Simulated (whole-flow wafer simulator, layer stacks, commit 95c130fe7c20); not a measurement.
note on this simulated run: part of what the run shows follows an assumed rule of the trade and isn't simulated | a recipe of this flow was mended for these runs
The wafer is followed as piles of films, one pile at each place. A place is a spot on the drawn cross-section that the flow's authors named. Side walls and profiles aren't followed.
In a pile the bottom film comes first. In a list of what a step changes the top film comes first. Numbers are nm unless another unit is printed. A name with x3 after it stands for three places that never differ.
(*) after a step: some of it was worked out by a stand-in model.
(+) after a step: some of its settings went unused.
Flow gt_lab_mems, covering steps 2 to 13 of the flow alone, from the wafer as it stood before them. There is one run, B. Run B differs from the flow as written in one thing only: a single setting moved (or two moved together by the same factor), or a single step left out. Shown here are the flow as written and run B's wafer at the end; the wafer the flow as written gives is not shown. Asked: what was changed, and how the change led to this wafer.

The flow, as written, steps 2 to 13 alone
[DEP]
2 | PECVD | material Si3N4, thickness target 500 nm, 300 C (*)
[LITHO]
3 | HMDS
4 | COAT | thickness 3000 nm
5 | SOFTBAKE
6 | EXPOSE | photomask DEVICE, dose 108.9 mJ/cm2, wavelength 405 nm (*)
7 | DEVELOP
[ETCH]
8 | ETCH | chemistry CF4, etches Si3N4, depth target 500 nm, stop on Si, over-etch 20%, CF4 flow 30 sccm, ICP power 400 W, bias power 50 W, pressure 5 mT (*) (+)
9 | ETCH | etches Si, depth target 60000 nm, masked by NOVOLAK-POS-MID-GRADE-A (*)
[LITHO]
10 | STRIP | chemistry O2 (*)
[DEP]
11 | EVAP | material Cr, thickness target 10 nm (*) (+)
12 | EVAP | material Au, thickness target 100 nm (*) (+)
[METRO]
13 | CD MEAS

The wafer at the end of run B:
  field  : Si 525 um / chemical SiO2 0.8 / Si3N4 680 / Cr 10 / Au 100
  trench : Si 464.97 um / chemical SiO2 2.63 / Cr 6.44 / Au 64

Cause: step 2, PECVD: thickness target 680 nm was run, whereas the flow has thickness target 500 nm; step 8, ETCH: depth target 680 nm was run, where the flow has depth target 500 nm.
The wafer itself shows it: field has Si3N4 680, and step 2 as written asks for 500 nm.

Step by step, how the change led to this:
  2 | PECVD | material Si3N4, thickness target 500 nm, 300 C (*)
      field, trench: +680 Si3N4 (new film) (as written it would have been: +500 Si3N4 (new film))
  8 | ETCH | chemistry CF4, etches Si3N4, depth target 500 nm, stop on Si, over-etch 20%, CF4 flow 30 sccm, ICP power 400 W, bias power 50 W, pressure 5 mT (*) (+)
      field: -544 g/i-line-resist (as written it would have been: -400 g/i-line-resist)
      trench: -680 Si3N4 (all of it), -0.8 chemical SiO2 (all of it), -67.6 Si (as written it would have been: -500 Si3N4 (all of it), -0.8 chemical SiO2 (all of it), -49.6 Si)
  10 | STRIP | chemistry O2 (*)
      field: -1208 g/i-line-resist (all of it) (as written it would have been: -1352 g/i-line-resist (all of it))
